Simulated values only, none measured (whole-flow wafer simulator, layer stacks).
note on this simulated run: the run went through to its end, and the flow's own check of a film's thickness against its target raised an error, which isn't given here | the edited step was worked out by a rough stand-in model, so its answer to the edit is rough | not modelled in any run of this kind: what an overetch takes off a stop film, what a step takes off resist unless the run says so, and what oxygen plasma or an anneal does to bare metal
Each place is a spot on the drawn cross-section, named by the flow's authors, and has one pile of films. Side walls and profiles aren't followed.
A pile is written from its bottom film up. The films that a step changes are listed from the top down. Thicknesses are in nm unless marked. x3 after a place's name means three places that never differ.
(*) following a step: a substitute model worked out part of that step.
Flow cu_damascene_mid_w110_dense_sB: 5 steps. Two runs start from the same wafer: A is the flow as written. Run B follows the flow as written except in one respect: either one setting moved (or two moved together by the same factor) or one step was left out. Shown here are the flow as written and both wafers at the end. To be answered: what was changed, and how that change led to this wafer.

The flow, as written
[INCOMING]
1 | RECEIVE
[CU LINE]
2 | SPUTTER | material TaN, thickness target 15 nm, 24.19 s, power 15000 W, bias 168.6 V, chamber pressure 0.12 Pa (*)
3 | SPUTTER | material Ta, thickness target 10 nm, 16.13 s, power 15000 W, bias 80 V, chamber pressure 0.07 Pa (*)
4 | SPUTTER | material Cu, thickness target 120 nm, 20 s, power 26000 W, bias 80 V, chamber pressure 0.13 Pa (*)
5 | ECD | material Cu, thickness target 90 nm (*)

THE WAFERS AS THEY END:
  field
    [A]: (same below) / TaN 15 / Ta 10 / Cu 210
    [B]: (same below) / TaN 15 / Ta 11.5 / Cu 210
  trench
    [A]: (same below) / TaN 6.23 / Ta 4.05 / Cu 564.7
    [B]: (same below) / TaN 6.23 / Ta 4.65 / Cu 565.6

Cause: step 3, SPUTTER: thickness target 11.5 nm was run, though the flow has thickness target 10 nm; step 3, SPUTTER: 18.55 s was run, where the flow has 16.13 s.
One can read it off the wafer: field has Ta 11.5, and step 3 as written asks for 10 nm.

The path from the change to this, step by step:
  3 | SPUTTER | material Ta, thickness target 10 nm, 16.13 s, power 15000 W, bias 80 V, chamber pressure 0.07 Pa (*)
      field: A Ta gains 10 (new film) | B Ta gains 11.5 (new film)
      trench: A Ta gains 4.05 (new film) | B Ta gains 4.65 (new film)
